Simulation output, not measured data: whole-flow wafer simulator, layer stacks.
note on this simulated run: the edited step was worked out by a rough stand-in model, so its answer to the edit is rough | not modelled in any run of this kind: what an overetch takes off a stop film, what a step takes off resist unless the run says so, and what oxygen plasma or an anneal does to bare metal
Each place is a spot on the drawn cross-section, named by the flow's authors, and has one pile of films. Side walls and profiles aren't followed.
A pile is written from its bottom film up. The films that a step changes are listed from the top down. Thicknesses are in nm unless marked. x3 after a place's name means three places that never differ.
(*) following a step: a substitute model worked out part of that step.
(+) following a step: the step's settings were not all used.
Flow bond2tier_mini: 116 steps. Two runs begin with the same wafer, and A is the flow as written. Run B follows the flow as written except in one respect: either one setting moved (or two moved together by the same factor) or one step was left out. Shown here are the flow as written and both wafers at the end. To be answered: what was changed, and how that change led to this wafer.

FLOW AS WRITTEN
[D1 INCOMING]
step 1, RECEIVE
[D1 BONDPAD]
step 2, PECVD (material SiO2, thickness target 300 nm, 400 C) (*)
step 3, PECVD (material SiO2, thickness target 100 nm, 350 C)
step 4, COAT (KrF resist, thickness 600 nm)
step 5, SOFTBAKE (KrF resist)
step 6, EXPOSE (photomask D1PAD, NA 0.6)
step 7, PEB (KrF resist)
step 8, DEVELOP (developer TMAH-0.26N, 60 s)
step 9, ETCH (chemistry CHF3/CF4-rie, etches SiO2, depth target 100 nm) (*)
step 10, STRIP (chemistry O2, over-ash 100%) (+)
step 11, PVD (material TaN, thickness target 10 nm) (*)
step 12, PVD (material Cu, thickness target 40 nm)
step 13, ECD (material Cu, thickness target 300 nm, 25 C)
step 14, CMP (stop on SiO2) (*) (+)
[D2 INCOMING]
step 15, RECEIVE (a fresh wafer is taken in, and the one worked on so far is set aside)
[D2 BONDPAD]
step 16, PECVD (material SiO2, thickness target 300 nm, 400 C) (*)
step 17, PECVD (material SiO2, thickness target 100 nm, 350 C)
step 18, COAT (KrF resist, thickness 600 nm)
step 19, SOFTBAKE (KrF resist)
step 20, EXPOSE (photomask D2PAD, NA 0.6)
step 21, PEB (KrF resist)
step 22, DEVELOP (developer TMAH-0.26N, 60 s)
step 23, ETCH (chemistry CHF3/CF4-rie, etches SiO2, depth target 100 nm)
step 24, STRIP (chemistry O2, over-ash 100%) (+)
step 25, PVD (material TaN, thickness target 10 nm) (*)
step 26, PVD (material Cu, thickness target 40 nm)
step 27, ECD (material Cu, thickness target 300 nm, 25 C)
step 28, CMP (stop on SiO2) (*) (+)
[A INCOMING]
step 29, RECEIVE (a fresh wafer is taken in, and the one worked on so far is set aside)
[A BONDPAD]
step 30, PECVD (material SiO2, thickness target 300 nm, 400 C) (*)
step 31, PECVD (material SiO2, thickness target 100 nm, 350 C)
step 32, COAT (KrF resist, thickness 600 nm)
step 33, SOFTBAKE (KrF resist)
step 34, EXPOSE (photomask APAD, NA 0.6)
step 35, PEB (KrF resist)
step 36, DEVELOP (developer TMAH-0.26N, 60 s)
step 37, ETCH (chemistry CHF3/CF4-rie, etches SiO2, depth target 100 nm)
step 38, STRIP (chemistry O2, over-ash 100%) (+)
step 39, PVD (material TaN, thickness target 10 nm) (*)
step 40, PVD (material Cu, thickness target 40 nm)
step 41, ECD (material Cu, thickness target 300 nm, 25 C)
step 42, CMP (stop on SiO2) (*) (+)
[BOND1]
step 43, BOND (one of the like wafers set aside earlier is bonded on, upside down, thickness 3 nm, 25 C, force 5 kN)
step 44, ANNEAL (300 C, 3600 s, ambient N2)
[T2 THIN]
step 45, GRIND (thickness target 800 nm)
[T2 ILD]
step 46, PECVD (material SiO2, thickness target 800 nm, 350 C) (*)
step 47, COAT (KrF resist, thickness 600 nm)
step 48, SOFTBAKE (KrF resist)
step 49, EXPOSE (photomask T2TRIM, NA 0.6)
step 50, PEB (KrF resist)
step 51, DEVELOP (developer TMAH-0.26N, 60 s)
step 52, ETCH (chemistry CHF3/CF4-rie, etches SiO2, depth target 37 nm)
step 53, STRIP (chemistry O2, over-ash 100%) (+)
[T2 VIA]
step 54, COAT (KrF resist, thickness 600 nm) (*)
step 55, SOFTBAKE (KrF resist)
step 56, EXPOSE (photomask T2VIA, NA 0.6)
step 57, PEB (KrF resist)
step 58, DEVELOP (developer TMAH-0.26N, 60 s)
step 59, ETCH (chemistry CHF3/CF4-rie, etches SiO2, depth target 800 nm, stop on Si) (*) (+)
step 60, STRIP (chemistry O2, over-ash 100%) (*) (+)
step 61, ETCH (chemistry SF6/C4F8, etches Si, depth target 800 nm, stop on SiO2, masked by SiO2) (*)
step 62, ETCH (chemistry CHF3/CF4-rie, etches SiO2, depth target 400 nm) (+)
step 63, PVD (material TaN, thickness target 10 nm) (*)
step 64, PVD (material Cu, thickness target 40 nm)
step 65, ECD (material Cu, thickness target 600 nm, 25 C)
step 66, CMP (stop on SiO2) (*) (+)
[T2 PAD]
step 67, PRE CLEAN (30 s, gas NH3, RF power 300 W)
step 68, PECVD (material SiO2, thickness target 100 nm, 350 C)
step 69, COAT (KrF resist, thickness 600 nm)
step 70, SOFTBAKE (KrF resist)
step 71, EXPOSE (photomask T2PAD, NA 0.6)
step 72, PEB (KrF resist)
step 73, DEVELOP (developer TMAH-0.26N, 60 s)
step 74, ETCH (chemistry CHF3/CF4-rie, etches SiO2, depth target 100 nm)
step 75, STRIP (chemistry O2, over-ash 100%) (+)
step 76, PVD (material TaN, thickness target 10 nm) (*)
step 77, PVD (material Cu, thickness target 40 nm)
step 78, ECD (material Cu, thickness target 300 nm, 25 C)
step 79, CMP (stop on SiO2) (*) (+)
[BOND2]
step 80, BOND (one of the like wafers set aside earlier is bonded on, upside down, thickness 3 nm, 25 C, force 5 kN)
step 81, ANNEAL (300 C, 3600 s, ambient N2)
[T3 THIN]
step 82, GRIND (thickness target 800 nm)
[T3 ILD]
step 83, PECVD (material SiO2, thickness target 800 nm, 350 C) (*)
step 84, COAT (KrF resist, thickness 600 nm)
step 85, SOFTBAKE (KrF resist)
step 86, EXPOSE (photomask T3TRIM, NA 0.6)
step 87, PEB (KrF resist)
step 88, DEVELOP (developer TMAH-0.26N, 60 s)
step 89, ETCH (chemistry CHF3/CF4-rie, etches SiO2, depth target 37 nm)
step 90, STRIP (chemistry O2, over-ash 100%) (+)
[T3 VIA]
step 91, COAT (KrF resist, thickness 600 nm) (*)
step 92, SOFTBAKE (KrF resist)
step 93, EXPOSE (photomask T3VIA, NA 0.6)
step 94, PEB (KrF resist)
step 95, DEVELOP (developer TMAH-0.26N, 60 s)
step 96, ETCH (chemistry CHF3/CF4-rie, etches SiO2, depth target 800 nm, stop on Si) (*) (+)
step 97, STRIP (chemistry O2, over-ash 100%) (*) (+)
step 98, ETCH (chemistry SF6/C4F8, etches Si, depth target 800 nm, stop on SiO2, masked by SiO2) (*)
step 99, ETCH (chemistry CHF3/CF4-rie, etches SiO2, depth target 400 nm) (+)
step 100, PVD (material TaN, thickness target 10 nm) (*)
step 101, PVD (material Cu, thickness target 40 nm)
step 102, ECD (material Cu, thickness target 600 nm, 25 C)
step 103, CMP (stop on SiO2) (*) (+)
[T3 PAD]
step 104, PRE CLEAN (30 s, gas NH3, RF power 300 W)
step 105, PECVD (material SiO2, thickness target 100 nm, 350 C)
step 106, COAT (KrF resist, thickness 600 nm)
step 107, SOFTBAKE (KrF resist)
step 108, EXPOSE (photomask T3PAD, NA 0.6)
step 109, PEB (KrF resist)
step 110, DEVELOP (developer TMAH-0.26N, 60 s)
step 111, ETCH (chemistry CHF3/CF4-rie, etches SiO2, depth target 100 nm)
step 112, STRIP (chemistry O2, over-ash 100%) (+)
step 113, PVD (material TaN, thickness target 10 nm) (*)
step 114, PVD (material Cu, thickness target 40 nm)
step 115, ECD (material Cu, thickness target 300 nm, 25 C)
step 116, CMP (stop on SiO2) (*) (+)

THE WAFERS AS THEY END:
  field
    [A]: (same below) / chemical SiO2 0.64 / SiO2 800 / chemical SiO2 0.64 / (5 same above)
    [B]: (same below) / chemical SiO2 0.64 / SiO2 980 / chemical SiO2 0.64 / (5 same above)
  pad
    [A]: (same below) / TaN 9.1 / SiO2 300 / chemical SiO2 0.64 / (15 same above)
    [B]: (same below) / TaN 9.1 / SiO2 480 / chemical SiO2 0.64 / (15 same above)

Cause: step 2, PECVD: thickness target 480 nm was run, whereas the flow has thickness target 300 nm.
The wafer itself shows it: pad has SiO2 480, and step 2 as written asks for 300 nm.

Step by step, how the change led to this:
  step 2, PECVD (material SiO2, thickness target 300 nm, 400 C) (*)
      field, pad, via: A +300 SiO2 (new film) | B +480 SiO2 (new film)
  step 43, BOND (one of the like wafers set aside earlier is bonded on, upside down, thickness 3 nm, 25 C, force 5 kN)
      field: A +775 um Si (new film), +0.64 chemical SiO2 (new film), +400 SiO2 | B +775 um Si (new film), +0.64 chemical SiO2 (new film), +580 SiO2
      pad: A +775 um Si (new film), +0.64 chemical SiO2 (new film), +300 SiO2 (new film), +9.1 TaN (new film), +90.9 Cu | B +775 um Si (new film), +0.64 chemical SiO2 (new film), +480 SiO2 (new film), +9.1 TaN (new film), +90.9 Cu
      (as well as at 1 more place)
